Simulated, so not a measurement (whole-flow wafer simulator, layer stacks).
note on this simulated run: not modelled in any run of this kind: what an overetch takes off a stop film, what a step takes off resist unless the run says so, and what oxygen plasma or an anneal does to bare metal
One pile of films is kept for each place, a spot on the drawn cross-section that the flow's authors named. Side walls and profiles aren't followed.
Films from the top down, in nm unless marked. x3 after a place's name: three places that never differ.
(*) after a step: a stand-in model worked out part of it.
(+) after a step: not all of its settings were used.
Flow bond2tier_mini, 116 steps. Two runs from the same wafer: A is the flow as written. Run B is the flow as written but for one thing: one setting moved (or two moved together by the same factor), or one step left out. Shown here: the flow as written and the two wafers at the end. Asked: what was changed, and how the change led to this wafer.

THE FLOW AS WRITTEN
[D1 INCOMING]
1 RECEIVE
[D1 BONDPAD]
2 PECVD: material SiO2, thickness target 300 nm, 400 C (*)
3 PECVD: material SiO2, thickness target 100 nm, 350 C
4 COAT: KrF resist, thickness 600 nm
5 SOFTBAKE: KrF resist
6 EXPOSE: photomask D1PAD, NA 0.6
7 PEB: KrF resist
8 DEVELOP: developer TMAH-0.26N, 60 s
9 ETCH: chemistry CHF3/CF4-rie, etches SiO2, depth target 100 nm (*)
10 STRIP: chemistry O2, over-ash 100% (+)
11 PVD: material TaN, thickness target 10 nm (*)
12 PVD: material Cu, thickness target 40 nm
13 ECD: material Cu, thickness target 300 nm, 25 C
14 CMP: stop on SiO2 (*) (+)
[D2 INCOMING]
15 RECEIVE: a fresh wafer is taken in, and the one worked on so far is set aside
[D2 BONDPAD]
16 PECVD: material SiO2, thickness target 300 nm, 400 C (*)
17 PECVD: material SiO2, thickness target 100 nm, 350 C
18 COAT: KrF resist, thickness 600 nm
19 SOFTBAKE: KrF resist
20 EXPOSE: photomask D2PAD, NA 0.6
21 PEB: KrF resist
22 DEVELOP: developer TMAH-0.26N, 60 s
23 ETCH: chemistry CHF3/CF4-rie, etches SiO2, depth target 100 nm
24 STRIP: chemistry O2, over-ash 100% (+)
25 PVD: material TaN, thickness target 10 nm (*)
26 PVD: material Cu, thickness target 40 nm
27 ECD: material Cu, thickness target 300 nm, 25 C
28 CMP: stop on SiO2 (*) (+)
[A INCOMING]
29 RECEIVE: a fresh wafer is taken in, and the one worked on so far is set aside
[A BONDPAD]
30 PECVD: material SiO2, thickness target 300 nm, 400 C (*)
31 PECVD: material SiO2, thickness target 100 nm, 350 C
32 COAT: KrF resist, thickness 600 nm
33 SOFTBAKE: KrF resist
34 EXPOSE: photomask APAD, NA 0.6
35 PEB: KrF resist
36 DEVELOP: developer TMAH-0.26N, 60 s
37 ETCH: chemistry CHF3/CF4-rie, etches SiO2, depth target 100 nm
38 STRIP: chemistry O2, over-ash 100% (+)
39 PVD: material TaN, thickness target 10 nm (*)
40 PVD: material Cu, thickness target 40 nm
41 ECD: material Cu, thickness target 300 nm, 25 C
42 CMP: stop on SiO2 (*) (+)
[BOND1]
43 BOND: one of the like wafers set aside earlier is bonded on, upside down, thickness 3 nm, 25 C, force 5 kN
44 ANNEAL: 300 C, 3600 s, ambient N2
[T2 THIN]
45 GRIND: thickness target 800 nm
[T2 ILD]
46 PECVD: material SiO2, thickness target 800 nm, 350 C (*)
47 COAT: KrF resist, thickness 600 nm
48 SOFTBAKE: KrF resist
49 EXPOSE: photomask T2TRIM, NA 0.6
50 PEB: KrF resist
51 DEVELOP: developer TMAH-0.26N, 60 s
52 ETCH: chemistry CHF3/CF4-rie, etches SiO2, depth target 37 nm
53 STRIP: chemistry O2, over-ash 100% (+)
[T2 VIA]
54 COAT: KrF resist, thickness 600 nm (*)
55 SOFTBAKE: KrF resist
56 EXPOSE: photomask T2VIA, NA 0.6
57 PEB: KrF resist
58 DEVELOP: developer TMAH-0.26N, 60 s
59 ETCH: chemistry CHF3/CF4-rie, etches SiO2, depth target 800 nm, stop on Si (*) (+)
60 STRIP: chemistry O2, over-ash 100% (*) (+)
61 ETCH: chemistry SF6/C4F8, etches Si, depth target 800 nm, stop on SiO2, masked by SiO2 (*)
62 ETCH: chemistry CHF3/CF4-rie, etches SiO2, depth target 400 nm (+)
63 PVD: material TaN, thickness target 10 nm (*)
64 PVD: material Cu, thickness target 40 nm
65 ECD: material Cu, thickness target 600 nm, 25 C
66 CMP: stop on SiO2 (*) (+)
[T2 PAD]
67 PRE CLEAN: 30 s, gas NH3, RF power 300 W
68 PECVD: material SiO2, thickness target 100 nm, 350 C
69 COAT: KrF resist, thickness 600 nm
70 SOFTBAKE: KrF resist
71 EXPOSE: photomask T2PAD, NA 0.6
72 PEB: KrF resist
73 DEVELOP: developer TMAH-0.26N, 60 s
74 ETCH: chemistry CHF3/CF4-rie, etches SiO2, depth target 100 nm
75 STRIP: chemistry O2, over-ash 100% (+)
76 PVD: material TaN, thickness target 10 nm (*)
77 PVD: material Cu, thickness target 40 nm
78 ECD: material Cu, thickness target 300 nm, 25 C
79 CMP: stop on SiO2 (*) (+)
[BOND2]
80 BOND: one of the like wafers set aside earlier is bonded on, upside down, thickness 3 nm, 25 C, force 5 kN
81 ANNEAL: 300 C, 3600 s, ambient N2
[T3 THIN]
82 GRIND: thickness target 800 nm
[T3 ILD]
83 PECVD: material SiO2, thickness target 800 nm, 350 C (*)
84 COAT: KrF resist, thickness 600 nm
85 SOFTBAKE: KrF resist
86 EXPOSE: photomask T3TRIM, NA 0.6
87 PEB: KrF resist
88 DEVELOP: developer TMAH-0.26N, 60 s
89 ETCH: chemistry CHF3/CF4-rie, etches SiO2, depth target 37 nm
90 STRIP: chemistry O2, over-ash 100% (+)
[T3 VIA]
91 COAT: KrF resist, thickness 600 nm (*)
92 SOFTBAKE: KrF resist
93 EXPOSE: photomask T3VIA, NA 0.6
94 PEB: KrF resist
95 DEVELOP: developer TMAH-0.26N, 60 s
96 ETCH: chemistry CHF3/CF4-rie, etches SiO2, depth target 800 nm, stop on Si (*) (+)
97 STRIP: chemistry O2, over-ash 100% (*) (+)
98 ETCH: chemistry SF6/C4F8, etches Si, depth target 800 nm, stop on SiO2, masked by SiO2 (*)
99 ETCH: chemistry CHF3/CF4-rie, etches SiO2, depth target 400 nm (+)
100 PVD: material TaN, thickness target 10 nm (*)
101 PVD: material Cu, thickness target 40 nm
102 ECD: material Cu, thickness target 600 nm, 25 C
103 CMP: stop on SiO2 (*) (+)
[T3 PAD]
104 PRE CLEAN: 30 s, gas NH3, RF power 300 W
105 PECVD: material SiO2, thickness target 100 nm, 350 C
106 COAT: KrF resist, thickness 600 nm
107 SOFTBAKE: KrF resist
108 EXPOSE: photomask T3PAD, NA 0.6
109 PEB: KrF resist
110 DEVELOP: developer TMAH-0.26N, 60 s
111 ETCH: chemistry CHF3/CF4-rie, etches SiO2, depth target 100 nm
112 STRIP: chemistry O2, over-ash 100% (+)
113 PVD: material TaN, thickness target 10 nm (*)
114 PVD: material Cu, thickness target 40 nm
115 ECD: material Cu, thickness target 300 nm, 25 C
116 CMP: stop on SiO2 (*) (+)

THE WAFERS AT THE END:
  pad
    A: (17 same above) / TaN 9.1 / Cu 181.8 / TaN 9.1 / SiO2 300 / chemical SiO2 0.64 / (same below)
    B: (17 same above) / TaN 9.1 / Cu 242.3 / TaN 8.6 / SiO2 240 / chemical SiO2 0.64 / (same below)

The cause: step 37, ETCH: depth target 160 nm was run, where the flow has depth target 100 nm.

How the change led to this, step by step:
  37 ETCH: chemistry CHF3/CF4-rie, etches SiO2, depth target 100 nm
      pad, via: A SiO2 -100 | B SiO2 -160
      field: A KrF resist -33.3 | B KrF resist -53.3
  38 STRIP: chemistry O2, over-ash 100% (+)
      field: A KrF resist -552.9 (all of it) | B KrF resist -532.9 (all of it)
  40 PVD: material Cu, thickness target 40 nm
      pad: A Cu +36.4 (new film) | B Cu +34.4 (new film)
  41 ECD: material Cu, thickness target 300 nm, 25 C
      pad: A Cu +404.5 | B Cu +467
      via: A Cu +400.2 | B Cu +460.6
